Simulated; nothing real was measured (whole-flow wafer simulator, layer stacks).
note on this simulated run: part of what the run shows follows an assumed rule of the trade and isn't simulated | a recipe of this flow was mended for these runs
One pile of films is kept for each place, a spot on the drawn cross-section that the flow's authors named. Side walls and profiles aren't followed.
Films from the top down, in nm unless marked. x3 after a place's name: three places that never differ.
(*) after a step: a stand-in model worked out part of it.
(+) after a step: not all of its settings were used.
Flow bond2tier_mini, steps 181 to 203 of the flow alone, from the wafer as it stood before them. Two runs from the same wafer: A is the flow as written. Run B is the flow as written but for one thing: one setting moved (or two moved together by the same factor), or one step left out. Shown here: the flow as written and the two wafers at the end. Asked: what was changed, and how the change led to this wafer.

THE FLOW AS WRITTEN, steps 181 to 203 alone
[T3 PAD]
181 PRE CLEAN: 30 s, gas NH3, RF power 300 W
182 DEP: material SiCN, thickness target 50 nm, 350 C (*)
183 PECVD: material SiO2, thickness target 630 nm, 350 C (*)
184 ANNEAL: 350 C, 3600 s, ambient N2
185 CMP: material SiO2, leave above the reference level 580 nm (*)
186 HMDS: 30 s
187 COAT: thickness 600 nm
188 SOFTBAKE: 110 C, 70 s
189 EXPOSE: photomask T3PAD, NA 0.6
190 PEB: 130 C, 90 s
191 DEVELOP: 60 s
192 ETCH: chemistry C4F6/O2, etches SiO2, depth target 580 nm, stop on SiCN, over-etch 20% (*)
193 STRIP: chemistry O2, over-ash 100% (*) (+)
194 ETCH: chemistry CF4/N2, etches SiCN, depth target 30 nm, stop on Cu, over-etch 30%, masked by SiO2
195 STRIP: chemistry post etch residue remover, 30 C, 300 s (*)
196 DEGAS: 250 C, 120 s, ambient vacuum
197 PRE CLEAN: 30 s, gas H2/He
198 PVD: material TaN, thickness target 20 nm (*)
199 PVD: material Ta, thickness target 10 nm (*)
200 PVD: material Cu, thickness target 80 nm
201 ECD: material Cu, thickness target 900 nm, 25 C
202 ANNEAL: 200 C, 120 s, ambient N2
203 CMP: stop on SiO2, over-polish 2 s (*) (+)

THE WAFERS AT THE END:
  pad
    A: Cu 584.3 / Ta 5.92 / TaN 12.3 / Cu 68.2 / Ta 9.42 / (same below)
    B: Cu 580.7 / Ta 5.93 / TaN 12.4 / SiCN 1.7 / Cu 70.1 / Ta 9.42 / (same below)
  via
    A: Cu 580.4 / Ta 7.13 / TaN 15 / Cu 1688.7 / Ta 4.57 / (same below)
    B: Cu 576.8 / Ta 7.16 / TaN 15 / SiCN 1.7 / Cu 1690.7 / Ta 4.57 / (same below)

The cause: step 192, ETCH: depth target 529.3 nm was run, where the flow has depth target 580 nm.

How the change led to this, step by step:
  192 ETCH: chemistry C4F6/O2, etches SiO2, depth target 580 nm, stop on SiCN, over-etch 20% (*)
      pad, via: A SiO2 -580 (all of it), SiCN -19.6 | B SiO2 -580 (all of it), SiCN -9.3
      field: A thick-KrF-resist -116 | B thick-KrF-resist -105.9
  193 STRIP: chemistry O2, over-ash 100% (*) (+)
      field: A thick-KrF-resist -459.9 (all of it) | B thick-KrF-resist -470.1 (all of it)
  194 ETCH: chemistry CF4/N2, etches SiCN, depth target 30 nm, stop on Cu, over-etch 30%, masked by SiO2
      pad, via: A SiCN -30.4 (all of it), Cu -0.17 | B SiCN -39
  195 STRIP: chemistry post etch residue remover, 30 C, 300 s (*)
      pad, via: A Cu -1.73 | B nothing
Counting metal films that touch as one body, pad has 4 bodies (between them, from the top down: SiCN 1.7; SiO2 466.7 / Si 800 / chemical SiO2 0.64 / SiO2 300 / SiCN 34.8; SiO2 466.7 / Si 800 / chemical SiO2 0.64 / SiO2 300 / SiCN 34.8); the flow as written gives 3 bodies (between them, from the top down: SiO2 466.7 / Si 800 / chemical SiO2 0.64 / SiO2 300 / SiCN 34.8; SiO2 466.7 / Si 800 / chemical SiO2 0.64 / SiO2 300 / SiCN 34.8).
Counting metal films that touch as one body, via has 2 bodies (between them, from the top down: SiCN 1.7); the flow as written gives 1 body.
